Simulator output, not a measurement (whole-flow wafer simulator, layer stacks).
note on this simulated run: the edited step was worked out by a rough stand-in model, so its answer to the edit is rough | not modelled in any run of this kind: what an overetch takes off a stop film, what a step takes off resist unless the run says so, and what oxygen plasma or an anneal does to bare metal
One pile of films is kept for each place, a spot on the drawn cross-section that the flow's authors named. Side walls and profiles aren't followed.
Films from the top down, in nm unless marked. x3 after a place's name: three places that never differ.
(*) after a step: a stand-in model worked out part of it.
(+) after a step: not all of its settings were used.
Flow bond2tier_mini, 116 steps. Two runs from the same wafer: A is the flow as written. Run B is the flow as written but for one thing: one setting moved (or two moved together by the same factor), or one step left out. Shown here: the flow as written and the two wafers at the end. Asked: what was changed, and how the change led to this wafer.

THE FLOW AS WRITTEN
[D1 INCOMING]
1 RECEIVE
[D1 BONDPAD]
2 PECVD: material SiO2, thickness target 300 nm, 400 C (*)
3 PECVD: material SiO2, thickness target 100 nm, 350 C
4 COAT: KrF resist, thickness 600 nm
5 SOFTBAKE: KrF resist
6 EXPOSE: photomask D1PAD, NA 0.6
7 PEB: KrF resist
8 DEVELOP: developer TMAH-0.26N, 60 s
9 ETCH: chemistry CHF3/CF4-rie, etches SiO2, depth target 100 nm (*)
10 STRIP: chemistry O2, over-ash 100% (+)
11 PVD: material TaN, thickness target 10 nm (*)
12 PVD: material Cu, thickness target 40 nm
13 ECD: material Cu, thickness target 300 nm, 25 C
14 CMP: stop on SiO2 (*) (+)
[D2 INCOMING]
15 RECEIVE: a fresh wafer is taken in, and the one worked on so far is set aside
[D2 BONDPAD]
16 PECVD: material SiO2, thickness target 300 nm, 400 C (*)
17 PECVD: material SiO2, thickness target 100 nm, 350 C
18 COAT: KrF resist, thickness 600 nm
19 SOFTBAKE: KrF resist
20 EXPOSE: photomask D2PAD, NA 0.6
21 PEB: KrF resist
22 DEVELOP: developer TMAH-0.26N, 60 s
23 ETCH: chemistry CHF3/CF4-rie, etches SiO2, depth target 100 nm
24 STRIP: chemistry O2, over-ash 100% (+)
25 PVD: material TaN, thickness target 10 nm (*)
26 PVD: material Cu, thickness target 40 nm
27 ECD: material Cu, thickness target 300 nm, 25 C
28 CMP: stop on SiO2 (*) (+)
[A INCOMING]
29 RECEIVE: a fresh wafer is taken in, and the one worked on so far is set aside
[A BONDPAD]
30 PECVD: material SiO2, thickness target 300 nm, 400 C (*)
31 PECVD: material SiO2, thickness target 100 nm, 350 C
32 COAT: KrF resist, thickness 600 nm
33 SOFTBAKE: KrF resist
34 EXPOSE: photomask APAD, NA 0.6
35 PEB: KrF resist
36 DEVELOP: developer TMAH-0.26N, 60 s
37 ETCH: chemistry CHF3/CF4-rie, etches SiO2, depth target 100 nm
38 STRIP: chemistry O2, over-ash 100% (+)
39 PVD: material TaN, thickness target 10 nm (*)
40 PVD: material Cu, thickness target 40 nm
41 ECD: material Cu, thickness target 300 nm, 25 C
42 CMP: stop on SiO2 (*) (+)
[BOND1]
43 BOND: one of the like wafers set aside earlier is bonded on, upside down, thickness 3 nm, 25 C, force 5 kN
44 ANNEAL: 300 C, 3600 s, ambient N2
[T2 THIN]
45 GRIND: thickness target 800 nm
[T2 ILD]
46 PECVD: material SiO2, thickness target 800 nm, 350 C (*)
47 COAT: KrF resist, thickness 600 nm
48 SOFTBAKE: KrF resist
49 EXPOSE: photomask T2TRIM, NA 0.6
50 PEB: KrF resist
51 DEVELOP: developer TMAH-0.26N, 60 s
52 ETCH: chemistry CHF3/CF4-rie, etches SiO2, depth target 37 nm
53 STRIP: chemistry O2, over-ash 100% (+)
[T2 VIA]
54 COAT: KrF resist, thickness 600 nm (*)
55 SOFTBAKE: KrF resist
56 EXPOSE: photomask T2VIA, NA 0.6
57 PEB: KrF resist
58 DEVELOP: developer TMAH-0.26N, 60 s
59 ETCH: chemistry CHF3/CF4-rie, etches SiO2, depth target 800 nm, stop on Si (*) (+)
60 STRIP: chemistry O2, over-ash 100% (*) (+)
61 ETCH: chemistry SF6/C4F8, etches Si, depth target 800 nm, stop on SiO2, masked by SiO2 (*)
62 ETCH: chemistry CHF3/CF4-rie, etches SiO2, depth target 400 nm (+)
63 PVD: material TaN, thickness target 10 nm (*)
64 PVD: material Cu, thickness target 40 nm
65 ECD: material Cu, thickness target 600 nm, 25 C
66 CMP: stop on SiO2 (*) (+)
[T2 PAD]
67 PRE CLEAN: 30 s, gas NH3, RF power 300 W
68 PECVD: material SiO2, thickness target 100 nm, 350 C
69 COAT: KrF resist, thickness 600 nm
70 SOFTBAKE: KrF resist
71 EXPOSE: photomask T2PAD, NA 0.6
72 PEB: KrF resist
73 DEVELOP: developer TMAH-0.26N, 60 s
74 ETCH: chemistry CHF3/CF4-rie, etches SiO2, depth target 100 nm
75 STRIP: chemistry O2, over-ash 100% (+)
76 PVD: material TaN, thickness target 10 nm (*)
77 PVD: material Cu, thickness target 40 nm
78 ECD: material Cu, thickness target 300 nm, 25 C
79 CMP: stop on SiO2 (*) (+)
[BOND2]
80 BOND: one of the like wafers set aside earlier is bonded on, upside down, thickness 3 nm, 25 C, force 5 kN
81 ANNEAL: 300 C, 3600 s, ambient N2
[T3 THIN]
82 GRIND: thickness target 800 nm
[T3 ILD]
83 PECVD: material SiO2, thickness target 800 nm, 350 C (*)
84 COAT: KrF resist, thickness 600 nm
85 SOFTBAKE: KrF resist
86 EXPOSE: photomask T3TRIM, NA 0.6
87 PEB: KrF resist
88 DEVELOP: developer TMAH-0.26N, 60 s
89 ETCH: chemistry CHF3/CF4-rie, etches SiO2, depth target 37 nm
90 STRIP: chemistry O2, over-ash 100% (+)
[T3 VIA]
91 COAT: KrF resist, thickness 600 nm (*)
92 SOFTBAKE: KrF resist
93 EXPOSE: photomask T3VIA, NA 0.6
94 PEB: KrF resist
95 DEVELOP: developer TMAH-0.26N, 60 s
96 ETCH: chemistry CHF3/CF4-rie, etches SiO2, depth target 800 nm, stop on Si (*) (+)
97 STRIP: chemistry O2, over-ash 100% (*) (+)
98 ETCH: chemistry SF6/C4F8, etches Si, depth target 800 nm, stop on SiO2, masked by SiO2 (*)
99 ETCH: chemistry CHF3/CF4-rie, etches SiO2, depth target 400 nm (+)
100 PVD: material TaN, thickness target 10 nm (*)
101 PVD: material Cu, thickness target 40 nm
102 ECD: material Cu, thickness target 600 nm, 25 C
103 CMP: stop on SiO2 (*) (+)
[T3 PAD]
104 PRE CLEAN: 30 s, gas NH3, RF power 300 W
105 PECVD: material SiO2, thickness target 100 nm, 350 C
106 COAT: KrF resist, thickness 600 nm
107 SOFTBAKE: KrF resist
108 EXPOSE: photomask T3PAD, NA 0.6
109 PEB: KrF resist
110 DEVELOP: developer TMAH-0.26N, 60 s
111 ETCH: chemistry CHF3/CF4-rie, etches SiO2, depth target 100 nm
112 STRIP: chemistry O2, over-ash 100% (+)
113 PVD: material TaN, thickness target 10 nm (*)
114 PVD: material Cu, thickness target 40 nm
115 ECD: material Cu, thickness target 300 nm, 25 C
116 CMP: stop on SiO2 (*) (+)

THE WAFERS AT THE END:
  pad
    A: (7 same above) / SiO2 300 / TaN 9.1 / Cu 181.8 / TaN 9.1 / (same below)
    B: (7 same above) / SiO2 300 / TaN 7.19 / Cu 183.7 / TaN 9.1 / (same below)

The cause: step 25, PVD: thickness target 7.9 nm was run, where the flow has thickness target 10 nm.

How the change led to this, step by step:
  25 PVD: material TaN, thickness target 10 nm (*)
      field: A TaN +10 (new film) | B TaN +7.9 (new film)
      pad: A TaN +9.1 (new film) | B TaN +7.19 (new film)
      (and at 1 more place)
  28 CMP: stop on SiO2 (*) (+)
      field: A Cu -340 (all of it), TaN -10 (all of it) | B Cu -340 (all of it), TaN -7.9 (all of it)
  80 BOND: one of the like wafers set aside earlier is bonded on, upside down, thickness 3 nm, 25 C, force 5 kN
      pad: A Si +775 um (new film), chemical SiO2 +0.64 (new film), SiO2 +300 (new film), TaN +9.1 (new film), Cu +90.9 | B Si +775 um (new film), chemical SiO2 +0.64 (new film), SiO2 +300 (new film), TaN +7.19 (new film), Cu +92.8
